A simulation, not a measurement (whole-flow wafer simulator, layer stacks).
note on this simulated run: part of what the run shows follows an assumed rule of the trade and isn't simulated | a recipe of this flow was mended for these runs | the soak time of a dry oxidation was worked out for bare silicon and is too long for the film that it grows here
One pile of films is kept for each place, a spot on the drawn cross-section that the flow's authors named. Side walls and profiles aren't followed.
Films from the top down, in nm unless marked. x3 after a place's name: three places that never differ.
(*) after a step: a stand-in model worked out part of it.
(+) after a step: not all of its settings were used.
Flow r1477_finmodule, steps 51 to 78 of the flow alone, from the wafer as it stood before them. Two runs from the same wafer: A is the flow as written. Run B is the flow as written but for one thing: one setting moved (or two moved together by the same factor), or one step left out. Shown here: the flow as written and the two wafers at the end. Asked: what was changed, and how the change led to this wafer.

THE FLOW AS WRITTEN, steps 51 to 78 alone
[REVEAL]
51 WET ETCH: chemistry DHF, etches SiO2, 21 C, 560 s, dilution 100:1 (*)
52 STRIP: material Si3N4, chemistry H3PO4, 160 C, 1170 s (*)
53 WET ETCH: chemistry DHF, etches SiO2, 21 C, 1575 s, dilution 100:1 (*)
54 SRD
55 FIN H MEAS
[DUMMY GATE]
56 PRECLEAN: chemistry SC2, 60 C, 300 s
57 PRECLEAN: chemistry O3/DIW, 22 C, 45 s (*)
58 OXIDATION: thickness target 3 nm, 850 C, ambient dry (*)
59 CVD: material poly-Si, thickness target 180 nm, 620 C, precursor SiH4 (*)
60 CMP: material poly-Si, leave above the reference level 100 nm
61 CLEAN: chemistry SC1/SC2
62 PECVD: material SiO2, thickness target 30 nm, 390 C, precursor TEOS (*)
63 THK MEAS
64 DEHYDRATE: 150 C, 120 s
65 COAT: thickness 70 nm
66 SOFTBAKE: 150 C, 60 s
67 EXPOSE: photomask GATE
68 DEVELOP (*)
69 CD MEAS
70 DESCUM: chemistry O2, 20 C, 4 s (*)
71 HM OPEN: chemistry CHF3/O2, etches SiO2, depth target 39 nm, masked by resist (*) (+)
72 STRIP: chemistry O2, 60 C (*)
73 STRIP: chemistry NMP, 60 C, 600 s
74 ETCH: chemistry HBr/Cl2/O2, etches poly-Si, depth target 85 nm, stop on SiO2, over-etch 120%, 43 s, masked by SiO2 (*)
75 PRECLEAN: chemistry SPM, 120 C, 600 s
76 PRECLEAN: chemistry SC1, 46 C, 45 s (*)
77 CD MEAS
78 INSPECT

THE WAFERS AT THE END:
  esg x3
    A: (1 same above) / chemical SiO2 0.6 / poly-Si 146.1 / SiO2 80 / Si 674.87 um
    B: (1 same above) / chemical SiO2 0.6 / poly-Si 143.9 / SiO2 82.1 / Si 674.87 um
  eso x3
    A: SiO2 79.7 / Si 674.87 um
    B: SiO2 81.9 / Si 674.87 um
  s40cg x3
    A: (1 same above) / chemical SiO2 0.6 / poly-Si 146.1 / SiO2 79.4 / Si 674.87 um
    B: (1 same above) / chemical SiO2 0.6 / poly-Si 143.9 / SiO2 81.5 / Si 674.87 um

The cause: step 52, STRIP: 585 s was run, where the flow has 1170 s.

How the change led to this, step by step:
  52 STRIP: material Si3N4, chemistry H3PO4, 160 C, 1170 s (*)
      s40sg_line x3, s40so_line x3: A Si3N4 -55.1 (all of it), SiO2 -1.49 | B Si3N4 -51.3
      pad, padg, esg x3 and 17 more: A SiO2 -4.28 | B SiO2 -2.14
      (and at 8 more places)
  53 WET ETCH: chemistry DHF, etches SiO2, 21 C, 1575 s, dilution 100:1 (*)
      s40sg_line x3, s40so_line x3: A SiO2 -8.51 (all of it) | B Si3N4 -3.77 (all of it), SiO2 -10 (all of it)
      elg x4, elo x4: A SiO2 -7.85 (all of it) | B SiO2 -9.46 (all of it)
  60 CMP: material poly-Si, leave above the reference level 100 nm
      pad, padg: A poly-Si -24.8 | B poly-Si -26.9
